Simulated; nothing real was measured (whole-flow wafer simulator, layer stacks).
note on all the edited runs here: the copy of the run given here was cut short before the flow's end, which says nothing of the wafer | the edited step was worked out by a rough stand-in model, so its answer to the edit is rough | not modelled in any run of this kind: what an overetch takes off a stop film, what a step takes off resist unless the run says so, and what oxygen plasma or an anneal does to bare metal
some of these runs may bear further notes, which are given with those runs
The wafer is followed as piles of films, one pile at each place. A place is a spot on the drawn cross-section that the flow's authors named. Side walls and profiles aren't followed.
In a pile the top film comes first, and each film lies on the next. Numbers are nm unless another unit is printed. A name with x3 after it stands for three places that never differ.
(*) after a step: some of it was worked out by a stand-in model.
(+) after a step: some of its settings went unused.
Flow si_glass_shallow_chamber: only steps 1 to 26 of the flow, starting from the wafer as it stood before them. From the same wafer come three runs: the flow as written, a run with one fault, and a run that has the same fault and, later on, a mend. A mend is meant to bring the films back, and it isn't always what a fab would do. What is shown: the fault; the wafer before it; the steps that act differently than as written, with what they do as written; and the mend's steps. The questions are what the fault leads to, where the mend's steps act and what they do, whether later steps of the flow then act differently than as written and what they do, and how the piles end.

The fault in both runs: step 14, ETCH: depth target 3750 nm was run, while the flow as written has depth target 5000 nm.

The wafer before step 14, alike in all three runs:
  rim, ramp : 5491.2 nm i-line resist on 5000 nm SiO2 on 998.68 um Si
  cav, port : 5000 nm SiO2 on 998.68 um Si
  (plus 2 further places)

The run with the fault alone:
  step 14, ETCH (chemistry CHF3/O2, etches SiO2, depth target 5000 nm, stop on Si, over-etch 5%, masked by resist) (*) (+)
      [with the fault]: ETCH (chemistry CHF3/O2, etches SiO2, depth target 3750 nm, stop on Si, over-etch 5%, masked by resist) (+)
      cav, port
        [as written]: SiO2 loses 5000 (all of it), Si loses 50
        [with the fault]: SiO2 loses 3937.5
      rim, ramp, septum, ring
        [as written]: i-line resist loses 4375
        [with the fault]: i-line resist loses 3281.2
  Steps later in the flow that act otherwise than as written (1 more step, not shown, differs only slightly: by at most 2% or 0.5 nm, whichever is larger):
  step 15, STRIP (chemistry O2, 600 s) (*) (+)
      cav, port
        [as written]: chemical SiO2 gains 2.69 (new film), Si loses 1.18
        [with the fault]: nothing
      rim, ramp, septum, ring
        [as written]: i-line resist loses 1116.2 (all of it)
        [with the fault]: i-line resist loses 2209.9 (all of it)
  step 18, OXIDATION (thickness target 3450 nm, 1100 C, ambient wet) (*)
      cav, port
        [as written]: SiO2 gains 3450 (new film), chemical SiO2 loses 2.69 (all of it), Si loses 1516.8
        [with the fault]: SiO2 gains 2569.6, Si loses 1130.6
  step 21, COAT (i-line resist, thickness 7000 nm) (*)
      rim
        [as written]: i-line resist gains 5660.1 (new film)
        [with the fault]: i-line resist gains 5874.3 (new film)
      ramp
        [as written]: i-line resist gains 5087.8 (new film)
        [with the fault]: i-line resist gains 5385.3 (new film)
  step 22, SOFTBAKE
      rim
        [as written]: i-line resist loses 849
        [with the fault]: i-line resist loses 733.8
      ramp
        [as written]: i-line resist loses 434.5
        [with the fault]: i-line resist loses 358.8
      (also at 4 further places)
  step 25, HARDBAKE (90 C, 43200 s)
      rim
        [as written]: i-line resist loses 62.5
        [with the fault]: i-line resist loses 74.4
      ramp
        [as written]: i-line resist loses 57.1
        [with the fault]: i-line resist loses 70.2
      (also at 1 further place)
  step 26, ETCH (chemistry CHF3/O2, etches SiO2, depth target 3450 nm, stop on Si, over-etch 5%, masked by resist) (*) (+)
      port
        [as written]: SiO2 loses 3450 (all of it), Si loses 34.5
        [with the fault]: SiO2 loses 3622.5
  By the end, the piles at rim, ramp, cav, port depart from the flow's by more than 2% or 0.5 nm, whichever is larger.
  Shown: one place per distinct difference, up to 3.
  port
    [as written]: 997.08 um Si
    [with the fault]: 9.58 nm SiO2 on 997.55 um Si
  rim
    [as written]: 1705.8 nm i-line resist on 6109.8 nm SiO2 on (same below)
    [with the fault]: 2023.3 nm i-line resist on 6109.8 nm SiO2 on (same below)
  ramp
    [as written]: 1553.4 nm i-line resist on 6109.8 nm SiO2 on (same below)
    [with the fault]: 1913.5 nm i-line resist on 6109.8 nm SiO2 on (same below)

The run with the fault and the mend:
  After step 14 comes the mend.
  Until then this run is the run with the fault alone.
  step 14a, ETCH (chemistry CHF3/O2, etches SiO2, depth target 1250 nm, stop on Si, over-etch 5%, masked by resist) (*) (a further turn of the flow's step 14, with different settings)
      rim, ramp, septum, ring
        i-line resist loses 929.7
      cav, port
        SiO2 loses 1062.5 (all of it), Si loses 50
  Steps later in the flow that act otherwise than as written:
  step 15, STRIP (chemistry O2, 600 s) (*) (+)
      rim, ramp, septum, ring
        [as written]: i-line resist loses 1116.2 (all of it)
        [with the mend]: i-line resist loses 1280.2 (all of it)
  At every place that both follow, the piles at the end match the flow's.
